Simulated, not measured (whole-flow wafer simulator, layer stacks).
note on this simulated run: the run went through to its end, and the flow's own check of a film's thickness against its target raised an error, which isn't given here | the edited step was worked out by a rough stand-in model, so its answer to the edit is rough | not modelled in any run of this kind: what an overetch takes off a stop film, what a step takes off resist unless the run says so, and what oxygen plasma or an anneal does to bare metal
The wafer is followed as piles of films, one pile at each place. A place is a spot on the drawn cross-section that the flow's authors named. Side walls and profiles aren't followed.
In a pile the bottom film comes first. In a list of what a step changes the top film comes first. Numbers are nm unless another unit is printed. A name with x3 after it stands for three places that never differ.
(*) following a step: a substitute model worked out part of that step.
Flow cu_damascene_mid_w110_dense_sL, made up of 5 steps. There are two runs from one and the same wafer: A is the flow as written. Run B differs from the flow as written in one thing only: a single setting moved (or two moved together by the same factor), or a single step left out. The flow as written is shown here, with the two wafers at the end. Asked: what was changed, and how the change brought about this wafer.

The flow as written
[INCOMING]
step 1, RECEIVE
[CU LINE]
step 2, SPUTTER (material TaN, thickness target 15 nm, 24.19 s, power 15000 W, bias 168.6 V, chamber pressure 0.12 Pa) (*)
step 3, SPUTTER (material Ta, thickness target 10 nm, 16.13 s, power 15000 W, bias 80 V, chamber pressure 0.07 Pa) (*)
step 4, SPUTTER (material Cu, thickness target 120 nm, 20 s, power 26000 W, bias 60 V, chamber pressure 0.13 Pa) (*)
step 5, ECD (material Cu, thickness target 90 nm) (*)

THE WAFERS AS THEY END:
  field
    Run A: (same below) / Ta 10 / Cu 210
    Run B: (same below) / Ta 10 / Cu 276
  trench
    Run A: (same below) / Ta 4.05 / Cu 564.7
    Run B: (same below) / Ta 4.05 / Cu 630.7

What caused this: step 4, SPUTTER: thickness target 186 nm was run, though the flow has thickness target 120 nm; step 4, SPUTTER: 31 s was run, where the flow has 20 s.

How this came from the change, step by step:
  step 4, SPUTTER (material Cu, thickness target 120 nm, 20 s, power 26000 W, bias 60 V, chamber pressure 0.13 Pa) (*)
      field: A Cu gains 120 (new film) | B Cu gains 186 (new film)
      trench: A Cu gains 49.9 (new film) | B Cu gains 77.4 (new film)
  step 5, ECD (material Cu, thickness target 90 nm) (*)
      trench: A Cu gains 514.8 | B Cu gains 553.3
